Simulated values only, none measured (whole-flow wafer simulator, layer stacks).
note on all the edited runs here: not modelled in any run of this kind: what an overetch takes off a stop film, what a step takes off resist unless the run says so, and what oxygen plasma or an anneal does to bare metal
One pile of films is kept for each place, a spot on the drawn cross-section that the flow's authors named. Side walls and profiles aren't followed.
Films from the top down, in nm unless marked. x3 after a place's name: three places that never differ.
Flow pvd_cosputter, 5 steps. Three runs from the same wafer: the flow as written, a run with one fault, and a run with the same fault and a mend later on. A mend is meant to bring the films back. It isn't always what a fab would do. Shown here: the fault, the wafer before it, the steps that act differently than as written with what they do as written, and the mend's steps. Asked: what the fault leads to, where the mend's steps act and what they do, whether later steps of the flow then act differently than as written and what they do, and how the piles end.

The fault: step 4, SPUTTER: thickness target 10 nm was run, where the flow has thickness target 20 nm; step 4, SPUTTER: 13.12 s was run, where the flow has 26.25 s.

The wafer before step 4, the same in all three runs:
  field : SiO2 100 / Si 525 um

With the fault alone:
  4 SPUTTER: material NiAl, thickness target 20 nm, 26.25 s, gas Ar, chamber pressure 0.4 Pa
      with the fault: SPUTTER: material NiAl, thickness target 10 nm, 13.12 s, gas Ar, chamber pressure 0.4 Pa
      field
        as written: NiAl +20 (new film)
        with the fault: NiAl +10 (new film)
  No later step of the flow acts differently than as written at any place that is followed.
  At the end the piles differ from the flow's by more than 2% or 0.5 nm, whichever is larger, at field.
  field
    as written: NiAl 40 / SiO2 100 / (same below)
    with the fault: NiAl 30 / SiO2 100 / (same below)

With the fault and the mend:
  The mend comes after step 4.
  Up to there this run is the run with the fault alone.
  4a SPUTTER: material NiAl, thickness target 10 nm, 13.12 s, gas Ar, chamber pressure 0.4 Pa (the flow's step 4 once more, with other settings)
      field
        NiAl +10
  No later step of the flow acts differently than as written at any place that is followed.
  At the end the piles are the same as the flow's at every place that both follow.
